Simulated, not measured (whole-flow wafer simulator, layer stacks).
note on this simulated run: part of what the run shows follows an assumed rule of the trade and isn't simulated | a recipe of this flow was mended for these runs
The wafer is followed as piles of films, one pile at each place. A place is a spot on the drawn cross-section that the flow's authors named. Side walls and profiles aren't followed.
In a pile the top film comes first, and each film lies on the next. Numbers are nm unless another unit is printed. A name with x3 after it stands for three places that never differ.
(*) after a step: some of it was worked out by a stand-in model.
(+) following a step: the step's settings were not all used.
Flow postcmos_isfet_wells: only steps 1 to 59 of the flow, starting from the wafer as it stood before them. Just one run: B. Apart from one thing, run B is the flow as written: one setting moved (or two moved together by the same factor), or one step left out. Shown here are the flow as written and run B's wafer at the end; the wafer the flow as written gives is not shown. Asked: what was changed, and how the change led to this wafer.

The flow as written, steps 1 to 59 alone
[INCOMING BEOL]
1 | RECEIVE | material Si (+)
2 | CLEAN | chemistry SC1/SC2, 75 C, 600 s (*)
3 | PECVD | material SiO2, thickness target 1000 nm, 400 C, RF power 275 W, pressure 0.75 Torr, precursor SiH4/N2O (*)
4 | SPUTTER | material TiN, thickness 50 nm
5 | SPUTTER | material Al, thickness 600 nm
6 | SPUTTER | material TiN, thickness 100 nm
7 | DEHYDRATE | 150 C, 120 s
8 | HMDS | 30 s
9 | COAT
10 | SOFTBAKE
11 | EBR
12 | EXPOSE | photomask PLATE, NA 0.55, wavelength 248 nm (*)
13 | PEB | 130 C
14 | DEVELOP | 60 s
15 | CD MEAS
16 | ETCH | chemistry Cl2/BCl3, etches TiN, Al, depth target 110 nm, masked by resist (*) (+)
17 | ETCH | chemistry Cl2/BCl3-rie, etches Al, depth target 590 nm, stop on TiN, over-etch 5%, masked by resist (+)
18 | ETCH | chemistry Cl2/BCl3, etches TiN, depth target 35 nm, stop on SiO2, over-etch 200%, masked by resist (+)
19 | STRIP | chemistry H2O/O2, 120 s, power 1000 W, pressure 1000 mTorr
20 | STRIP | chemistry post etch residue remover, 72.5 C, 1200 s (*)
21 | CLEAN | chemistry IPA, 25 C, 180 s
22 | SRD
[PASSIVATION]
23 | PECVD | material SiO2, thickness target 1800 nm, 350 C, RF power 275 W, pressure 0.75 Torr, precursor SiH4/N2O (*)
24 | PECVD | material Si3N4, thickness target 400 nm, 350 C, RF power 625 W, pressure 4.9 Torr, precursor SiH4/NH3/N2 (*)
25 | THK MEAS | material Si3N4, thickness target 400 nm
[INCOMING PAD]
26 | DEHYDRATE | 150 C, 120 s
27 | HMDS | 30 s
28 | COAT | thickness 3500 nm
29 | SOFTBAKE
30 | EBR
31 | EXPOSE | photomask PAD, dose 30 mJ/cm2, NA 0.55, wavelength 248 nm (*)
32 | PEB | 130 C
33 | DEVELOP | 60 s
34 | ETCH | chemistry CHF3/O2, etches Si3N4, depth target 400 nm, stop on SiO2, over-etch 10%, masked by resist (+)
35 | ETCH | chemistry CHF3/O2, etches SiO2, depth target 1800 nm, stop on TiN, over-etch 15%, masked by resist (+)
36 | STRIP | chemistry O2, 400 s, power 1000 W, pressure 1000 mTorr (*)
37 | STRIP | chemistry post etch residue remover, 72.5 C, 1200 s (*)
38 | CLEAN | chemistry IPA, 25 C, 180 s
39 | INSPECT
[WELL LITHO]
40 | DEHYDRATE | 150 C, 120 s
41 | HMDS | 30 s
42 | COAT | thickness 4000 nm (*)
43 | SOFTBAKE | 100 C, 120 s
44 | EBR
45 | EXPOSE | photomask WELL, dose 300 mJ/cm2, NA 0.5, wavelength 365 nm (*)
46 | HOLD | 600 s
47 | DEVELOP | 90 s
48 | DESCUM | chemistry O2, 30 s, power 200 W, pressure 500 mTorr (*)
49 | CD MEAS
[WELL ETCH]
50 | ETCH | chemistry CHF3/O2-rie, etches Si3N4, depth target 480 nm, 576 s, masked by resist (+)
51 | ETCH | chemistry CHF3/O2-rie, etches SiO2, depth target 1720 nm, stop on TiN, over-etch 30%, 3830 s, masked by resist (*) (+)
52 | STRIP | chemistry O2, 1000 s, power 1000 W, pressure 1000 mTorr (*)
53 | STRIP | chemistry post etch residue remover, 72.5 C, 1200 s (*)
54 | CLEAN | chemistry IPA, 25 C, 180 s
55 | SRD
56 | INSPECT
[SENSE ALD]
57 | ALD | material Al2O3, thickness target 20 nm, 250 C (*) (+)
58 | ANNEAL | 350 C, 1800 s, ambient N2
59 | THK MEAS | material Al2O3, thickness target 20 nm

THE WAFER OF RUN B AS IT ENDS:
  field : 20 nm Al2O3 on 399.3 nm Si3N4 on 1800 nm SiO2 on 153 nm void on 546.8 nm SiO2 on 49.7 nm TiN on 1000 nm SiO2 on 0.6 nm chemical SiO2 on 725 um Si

The reason: step 17, ETCH: depth target 460 nm was run, whereas the flow has depth target 590 nm.

The path from the change to this, step by step:
  17 | ETCH | chemistry Cl2/BCl3-rie, etches Al, depth target 590 nm, stop on TiN, over-etch 5%, masked by resist (+)
      field: Al loses 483 (as written it would have been: Al loses 590 (all of it), TiN loses 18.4)
      margin x2, well900 x4, pad_clr, pad_open: thick-KrF-resist loses 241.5 (as written it would have been: thick-KrF-resist loses 309.8)
  18 | ETCH | chemistry Cl2/BCl3, etches TiN, depth target 35 nm, stop on SiO2, over-etch 200%, masked by resist (+)
      field: Al loses 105 (as written it would have been: TiN loses 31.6 (all of it), SiO2 loses 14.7)
      margin x2, well900 x4, pad_clr, pad_open: thick-KrF-resist loses 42 (as written it would have been: thick-KrF-resist loses 37.9)
  19 | STRIP | chemistry H2O/O2, 120 s, power 1000 W, pressure 1000 mTorr
      margin x2, well900 x4, pad_clr, pad_open: thick-KrF-resist loses 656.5 (all of it) (as written it would have been: thick-KrF-resist loses 592.4 (all of it))
  20 | STRIP | chemistry post etch residue remover, 72.5 C, 1200 s (*)
      field: Al loses 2 (all of it), TiN loses 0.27 (as written it would have been: nothing)
  23 | PECVD | material SiO2, thickness target 1800 nm, 350 C, RF power 275 W, pressure 0.75 Torr, precursor SiH4/N2O (*)
      field: SiO2 gains 1800 (new film), void gains 153 (new film), SiO2 gains 546.8 (new film) (as written it would have been: SiO2 gains 1800 (new film), void gains 201.1 (new film), SiO2 gains 563.2)
With metal films that touch counted as one body, field has 1 body; the flow as written gives 0 bodies.
